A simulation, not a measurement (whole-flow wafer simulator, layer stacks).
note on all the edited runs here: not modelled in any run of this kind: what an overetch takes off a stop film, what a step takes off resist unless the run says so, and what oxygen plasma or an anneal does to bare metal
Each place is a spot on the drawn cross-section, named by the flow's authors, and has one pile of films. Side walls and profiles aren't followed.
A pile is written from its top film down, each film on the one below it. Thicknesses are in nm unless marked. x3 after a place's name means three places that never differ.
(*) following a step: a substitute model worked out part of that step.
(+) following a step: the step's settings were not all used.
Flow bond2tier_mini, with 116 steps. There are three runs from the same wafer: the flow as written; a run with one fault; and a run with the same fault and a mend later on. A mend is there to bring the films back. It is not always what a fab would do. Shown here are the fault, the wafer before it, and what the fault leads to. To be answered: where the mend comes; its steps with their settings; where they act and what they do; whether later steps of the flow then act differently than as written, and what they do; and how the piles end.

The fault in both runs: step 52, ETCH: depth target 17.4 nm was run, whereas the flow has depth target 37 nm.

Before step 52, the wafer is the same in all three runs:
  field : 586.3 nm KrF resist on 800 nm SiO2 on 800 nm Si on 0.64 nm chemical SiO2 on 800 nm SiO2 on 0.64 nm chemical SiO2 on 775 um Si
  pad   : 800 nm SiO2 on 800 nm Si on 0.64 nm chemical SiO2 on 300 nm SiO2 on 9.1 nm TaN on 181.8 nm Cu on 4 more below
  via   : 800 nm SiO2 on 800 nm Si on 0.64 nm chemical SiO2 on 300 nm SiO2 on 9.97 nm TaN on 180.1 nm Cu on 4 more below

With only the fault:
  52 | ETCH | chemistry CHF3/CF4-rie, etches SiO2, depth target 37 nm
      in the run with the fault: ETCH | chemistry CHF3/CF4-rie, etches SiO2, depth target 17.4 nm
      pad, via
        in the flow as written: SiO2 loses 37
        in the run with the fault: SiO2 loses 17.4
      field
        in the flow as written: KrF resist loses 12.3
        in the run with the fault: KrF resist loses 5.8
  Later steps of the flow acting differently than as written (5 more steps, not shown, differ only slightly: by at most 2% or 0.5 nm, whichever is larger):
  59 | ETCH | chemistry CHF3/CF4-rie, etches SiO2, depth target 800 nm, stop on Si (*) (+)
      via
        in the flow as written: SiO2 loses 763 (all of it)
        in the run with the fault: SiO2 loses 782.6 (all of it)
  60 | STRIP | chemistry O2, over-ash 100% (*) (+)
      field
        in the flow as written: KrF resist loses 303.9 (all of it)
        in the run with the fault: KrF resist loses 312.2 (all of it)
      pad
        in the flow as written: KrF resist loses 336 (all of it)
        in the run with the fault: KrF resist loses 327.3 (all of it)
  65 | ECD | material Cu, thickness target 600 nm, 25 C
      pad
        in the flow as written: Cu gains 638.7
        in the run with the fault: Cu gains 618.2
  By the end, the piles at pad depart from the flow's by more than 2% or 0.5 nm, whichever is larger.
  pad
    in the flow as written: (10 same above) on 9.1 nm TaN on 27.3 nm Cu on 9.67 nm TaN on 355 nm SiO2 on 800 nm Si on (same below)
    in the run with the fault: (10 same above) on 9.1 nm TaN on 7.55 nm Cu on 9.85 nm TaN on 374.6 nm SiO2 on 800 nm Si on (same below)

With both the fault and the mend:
  The mend stands after step 52.
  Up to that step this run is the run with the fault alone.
  52a | ETCH | chemistry CHF3/CF4-rie, etches SiO2, depth target 19.6 nm (a further turn of the flow's step 52, with different settings)
      pad, via
        SiO2 loses 19.6
      field
        KrF resist loses 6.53
  Later steps of the flow that are run all act as written at every place that is followed.
  By the end, the piles equal the flow's at every place that both follow.
